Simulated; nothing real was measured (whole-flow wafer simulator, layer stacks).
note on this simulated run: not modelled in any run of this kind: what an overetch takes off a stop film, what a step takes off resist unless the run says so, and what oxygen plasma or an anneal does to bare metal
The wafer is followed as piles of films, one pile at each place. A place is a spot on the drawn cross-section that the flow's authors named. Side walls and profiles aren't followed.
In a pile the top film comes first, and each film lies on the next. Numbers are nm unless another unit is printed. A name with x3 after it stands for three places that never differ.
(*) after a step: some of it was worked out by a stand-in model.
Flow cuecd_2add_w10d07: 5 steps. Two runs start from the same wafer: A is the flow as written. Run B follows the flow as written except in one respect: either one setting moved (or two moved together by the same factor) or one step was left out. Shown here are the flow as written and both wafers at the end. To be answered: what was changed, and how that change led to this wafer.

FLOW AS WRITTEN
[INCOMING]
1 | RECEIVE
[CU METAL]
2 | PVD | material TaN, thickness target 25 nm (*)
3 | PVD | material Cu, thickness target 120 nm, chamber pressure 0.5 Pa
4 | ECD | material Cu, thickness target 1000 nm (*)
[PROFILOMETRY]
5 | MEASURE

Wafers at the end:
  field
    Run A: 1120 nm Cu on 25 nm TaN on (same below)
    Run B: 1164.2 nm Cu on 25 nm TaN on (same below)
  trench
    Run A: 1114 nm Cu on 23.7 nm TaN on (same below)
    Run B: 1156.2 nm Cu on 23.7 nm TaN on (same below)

The reason: step 3, PVD: thickness target 164.2 nm was run, whereas the flow has thickness target 120 nm.

The path from the change to this, step by step:
  3 | PVD | material Cu, thickness target 120 nm, chamber pressure 0.5 Pa
      field: A +120 Cu (new film) | B +164.2 Cu (new film)
      trench: A +114 Cu (new film) | B +156.2 Cu (new film)
